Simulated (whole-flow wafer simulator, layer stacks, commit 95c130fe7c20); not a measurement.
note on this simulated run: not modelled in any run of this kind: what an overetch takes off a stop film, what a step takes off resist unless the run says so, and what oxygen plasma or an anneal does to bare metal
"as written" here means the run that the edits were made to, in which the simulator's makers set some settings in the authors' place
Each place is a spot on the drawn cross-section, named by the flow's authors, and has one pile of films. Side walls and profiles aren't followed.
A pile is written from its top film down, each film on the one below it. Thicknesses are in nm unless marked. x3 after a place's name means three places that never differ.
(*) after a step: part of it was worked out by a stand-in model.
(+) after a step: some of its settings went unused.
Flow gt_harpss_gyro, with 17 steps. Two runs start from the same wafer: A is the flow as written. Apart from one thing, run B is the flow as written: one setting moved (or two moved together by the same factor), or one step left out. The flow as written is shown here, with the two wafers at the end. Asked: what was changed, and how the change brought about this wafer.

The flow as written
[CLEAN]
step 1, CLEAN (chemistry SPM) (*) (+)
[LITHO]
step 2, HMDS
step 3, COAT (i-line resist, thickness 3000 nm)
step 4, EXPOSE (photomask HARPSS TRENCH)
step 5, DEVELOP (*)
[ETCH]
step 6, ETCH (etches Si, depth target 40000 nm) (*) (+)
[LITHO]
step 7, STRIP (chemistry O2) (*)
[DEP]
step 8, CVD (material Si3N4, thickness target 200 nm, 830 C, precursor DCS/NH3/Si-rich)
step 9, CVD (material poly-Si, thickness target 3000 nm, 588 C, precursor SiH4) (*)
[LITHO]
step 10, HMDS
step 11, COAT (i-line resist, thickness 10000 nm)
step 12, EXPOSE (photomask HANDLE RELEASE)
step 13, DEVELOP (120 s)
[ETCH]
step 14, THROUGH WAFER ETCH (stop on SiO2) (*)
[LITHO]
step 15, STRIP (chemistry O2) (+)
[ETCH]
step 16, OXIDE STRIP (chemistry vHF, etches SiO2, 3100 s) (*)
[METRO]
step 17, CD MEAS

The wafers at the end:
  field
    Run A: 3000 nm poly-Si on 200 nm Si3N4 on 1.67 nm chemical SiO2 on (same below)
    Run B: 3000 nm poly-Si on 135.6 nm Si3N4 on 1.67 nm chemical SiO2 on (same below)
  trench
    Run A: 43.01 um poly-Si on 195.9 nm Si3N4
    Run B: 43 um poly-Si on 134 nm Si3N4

The reason: step 8, CVD: 791 C was run, whereas the flow has 830 C.

How this came from the change, step by step:
  step 8, CVD (material Si3N4, thickness target 200 nm, 830 C, precursor DCS/NH3/Si-rich)
      field: A +200 Si3N4 (new film) | B +135.6 Si3N4 (new film)
      trench: A +195.9 Si3N4 (new film) | B +134 Si3N4 (new film)
  step 9, CVD (material poly-Si, thickness target 3000 nm, 588 C, precursor SiH4) (*)
      trench: A +43.01 um poly-Si (new film) | B +43 um poly-Si (new film)
